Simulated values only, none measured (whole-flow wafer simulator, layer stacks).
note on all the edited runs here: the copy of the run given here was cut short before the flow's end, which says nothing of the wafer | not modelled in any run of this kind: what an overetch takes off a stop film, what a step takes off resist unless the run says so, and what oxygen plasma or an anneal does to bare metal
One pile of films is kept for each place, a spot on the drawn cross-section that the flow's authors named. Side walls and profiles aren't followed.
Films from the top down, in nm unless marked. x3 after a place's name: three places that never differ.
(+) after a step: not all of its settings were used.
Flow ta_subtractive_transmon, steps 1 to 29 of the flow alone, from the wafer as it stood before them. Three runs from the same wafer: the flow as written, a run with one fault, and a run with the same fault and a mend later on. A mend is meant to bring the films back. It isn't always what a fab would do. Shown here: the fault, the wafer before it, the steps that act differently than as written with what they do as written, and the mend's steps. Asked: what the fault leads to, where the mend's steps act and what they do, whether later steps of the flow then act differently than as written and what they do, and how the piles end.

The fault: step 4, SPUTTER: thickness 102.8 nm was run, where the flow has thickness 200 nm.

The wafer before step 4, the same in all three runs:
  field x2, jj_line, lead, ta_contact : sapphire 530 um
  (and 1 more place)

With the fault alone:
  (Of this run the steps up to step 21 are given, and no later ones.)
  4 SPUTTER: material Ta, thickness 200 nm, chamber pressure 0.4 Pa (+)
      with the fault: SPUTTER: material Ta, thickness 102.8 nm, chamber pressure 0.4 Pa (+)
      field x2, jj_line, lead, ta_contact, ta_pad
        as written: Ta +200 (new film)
        with the fault: Ta +102.8 (new film)
  Later steps of the flow that act differently than as written:
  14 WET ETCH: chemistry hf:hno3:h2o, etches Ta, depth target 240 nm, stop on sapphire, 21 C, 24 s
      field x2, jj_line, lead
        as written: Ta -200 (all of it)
        with the fault: Ta -102.8 (all of it)
  After step 21 the piles differ from the flow's by more than 2% or 0.5 nm, whichever is larger, at ta_contact, ta_pad.
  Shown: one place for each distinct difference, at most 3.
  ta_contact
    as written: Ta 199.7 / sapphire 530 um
    with the fault: Ta 102.5 / sapphire 530 um

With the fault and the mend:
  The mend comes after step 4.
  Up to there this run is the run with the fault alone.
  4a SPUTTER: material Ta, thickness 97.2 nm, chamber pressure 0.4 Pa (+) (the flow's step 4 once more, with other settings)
      field x2, jj_line, lead, ta_contact, ta_pad
        Ta +97.2
  No later step of the flow acts differently than as written at any place that is followed.
  At the end the piles are the same as the flow's at every place that both follow.
